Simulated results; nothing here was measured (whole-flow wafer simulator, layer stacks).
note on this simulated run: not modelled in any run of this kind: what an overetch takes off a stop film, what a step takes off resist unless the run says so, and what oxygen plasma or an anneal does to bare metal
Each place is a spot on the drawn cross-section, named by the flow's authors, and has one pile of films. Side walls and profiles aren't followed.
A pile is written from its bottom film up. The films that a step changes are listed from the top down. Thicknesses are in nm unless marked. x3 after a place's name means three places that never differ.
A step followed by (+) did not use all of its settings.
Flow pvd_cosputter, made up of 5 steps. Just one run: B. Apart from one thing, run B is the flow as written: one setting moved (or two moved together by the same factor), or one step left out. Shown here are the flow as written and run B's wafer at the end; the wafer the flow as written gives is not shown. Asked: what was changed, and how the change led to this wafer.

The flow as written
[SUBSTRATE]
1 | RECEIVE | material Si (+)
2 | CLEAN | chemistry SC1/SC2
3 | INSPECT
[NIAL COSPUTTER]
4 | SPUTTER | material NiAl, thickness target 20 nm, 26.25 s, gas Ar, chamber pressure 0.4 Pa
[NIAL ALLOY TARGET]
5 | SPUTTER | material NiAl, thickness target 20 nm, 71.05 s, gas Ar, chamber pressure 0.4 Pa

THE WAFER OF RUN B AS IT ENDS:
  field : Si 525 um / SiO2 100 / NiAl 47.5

The reason: step 5, SPUTTER: thickness target 27.5 nm was run, whereas the flow has thickness target 20 nm; step 5, SPUTTER: 97.69 s was run, where the flow has 71.05 s.

How this came from the change, step by step:
  5 | SPUTTER | material NiAl, thickness target 20 nm, 71.05 s, gas Ar, chamber pressure 0.4 Pa
      field: +27.5 NiAl (as written it would have been: +20 NiAl)
